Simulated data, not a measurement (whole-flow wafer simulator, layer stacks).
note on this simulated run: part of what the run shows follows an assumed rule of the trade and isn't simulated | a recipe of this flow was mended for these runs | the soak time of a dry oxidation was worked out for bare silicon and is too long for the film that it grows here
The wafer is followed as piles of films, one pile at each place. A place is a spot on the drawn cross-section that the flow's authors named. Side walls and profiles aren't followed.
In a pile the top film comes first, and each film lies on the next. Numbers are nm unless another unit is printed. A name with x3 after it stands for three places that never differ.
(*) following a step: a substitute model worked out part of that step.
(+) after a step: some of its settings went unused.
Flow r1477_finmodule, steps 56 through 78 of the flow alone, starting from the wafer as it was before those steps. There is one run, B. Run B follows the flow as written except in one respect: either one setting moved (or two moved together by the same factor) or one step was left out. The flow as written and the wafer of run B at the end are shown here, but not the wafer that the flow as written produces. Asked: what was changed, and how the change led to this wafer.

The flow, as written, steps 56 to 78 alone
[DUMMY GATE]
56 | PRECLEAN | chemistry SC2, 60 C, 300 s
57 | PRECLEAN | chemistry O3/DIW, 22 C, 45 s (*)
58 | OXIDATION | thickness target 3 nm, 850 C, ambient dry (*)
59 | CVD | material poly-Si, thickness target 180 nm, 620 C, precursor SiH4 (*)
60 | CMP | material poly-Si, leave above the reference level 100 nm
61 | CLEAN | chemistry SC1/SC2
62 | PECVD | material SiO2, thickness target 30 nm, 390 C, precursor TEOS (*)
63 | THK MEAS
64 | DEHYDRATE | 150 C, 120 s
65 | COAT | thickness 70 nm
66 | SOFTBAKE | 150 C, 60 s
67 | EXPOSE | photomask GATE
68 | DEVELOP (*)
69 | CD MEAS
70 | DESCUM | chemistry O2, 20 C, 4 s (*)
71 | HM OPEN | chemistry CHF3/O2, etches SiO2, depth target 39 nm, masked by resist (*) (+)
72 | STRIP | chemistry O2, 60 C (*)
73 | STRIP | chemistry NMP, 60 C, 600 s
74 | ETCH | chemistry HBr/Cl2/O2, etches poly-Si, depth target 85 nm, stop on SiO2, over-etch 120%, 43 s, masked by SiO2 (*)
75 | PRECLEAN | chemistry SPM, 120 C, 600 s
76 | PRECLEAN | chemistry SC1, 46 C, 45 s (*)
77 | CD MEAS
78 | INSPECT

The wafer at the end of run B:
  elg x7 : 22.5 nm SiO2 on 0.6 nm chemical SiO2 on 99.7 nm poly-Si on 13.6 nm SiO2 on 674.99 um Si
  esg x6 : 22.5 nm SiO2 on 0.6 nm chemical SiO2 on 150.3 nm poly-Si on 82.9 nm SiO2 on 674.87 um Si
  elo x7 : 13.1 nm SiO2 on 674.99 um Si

The reason: step 58, OXIDATION: 977.5 C was run, whereas the flow has 850 C.

The path from the change to this, step by step:
  58 | OXIDATION | thickness target 3 nm, 850 C, ambient dry (*)
      elg x7, elo x7: +13.6 SiO2 (new film), -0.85 chemical SiO2 (all of it), -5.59 Si (it would be, as written: +3 SiO2 (new film), -0.85 chemical SiO2 (all of it), -0.95 Si)
      esg x6, e200sg, eso x6, e200so: +3.96 SiO2, -0.48 chemical SiO2 (all of it), -1.53 Si (it would be, as written: +1.01 SiO2, -0.48 chemical SiO2 (all of it), -0.23 Si)
      (also at 8 further places)
  59 | CVD | material poly-Si, thickness target 180 nm, 620 C, precursor SiH4 (*)
      e200sg, e200so: +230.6 poly-Si (new film) (it would be, as written: +219.2 poly-Si (new film))
  60 | CMP | material poly-Si, leave above the reference level 100 nm
      pad, padg: -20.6 poly-Si (it would be, as written: -24.8 poly-Si)
      e200sg, e200so: -80 poly-Si (it would be, as written: -72.9 poly-Si)
  74 | ETCH | chemistry HBr/Cl2/O2, etches poly-Si, depth target 85 nm, stop on SiO2, over-etch 120%, 43 s, masked by SiO2 (*)
      eso x6, e200so, s40co x3: -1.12 chemical SiO2 (all of it), -148.1 poly-Si (all of it), -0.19 SiO2 (it would be, as written: -1.12 chemical SiO2 (all of it), -143.9 poly-Si (all of it), -0.22 SiO2)
      pad: -1.12 chemical SiO2 (all of it), -157 poly-Si (all of it), -0.15 SiO2 (it would be, as written: -1.12 chemical SiO2 (all of it), -152.8 poly-Si (all of it), -0.17 SiO2)
